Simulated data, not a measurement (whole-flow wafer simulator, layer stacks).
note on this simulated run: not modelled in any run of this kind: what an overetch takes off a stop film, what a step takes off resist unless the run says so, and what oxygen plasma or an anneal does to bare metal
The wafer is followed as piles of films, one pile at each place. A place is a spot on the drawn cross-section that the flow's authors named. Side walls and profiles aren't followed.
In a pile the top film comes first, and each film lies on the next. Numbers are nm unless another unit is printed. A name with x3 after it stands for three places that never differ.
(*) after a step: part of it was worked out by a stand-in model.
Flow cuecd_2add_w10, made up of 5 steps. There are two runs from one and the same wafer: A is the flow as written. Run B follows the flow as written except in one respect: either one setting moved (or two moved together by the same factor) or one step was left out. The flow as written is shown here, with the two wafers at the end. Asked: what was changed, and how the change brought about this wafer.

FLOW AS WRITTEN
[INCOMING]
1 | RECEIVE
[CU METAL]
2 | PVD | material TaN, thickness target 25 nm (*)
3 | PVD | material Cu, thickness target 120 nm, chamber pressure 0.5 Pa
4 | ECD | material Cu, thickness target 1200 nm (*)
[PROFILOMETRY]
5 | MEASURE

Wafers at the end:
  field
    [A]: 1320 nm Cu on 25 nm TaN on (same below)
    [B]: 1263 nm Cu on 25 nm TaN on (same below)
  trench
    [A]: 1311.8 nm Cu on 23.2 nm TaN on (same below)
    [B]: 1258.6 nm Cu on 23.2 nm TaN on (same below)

What caused this: step 3, PVD: thickness target 63 nm was run, while the flow as written has thickness target 120 nm.

How this came from the change, step by step:
  3 | PVD | material Cu, thickness target 120 nm, chamber pressure 0.5 Pa
      field: A +120 Cu (new film) | B +63 Cu (new film)
      trench: A +111.8 Cu (new film) | B +58.6 Cu (new film)
